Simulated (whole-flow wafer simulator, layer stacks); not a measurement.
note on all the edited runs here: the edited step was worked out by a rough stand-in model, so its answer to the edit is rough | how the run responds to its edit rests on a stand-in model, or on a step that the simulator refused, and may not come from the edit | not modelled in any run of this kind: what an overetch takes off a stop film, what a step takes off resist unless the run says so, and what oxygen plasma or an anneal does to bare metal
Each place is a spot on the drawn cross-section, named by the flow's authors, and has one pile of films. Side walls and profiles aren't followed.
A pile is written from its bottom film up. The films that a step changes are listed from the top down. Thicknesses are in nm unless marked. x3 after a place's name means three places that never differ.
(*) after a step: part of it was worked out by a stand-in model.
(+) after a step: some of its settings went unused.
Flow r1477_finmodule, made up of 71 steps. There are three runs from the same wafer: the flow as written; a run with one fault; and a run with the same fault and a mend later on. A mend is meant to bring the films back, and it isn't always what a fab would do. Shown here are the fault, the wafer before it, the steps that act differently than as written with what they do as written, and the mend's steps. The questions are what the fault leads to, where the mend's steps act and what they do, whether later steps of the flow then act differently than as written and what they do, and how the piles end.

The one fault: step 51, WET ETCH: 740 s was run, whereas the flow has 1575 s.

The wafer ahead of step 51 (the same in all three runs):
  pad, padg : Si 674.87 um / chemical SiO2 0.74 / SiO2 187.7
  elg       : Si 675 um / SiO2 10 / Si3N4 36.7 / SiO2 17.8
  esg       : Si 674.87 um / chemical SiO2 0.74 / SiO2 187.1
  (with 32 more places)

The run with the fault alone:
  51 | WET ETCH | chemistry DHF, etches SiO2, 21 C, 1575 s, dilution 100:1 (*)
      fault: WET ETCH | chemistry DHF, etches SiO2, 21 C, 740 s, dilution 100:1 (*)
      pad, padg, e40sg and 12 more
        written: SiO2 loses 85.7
        fault: SiO2 loses 40.3
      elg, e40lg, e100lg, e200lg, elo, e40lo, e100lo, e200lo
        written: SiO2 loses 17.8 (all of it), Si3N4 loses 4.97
        fault: SiO2 loses 17.8 (all of it), Si3N4 loses 1.57
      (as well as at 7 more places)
  Later steps of the flow acting differently than as written (1 more step, not shown, differs only slightly: by at most 2% or 0.5 nm, whichever is larger):
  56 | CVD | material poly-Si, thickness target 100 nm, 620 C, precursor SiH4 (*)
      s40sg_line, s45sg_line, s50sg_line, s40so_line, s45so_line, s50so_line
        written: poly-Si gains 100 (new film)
        fault: poly-Si gains 122.9 (new film)
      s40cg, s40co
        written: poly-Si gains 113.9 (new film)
        fault: poly-Si gains 100 (new film)
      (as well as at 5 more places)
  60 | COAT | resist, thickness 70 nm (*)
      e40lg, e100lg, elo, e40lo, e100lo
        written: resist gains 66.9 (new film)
        fault: resist gains 69 (new film)
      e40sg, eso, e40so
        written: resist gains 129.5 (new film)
        fault: resist gains 89.6 (new film)
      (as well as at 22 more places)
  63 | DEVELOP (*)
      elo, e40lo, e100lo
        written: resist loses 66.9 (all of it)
        fault: resist loses 69 (all of it)
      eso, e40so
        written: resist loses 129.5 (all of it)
        fault: resist loses 89.6 (all of it)
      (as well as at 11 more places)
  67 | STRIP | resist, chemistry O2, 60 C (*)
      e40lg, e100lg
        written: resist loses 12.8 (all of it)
        fault: resist loses 14.9 (all of it)
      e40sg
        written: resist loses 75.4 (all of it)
        fault: resist loses 35.5 (all of it)
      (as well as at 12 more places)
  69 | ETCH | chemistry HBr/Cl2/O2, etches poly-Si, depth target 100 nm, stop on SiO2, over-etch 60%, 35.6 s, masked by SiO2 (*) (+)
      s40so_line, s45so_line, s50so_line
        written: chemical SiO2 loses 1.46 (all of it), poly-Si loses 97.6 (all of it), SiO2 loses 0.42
        fault: chemical SiO2 loses 1.21 (all of it), poly-Si loses 120.5 (all of it), SiO2 loses 0.2
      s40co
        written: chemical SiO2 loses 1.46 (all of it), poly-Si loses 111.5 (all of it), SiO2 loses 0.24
        fault: chemical SiO2 loses 1.21 (all of it), poly-Si loses 97.7 (all of it), SiO2 loses 0.42
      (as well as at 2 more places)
  At pad, padg, elg and 30 more, the piles at the end differ from the flow's by more than 2% or 0.5 nm, whichever is larger.
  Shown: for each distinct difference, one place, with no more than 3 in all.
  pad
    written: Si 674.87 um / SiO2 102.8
    fault: Si 674.87 um / SiO2 148.2
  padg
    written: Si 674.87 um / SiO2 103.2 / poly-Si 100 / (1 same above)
    fault: Si 674.87 um / SiO2 148.6 / poly-Si 100 / (1 same above)
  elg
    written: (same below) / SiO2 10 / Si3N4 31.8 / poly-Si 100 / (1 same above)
    fault: (same below) / SiO2 10 / Si3N4 35.2 / poly-Si 100 / (1 same above)

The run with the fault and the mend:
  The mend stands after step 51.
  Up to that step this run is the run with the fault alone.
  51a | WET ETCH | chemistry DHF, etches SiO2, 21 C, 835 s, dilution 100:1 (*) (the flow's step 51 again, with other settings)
      pad, padg, e40sg and 12 more
        SiO2 loses 45.4
      elg, e40lg, e100lg, e200lg, elo, e40lo, e100lo, e200lo
        Si3N4 loses 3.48
      esg, s40cg, s45cg, s50cg, s40co, s45co, s50co
        SiO2 loses 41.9
  None of the later steps of the flow differs from how it acts as written, at any place that is followed, by more than 2% or 0.5 nm, whichever is larger.
  When the end is reached, the piles differ only a little from the flow's at the places that both follow, at most by 2% or 0.5 nm, whichever is larger.
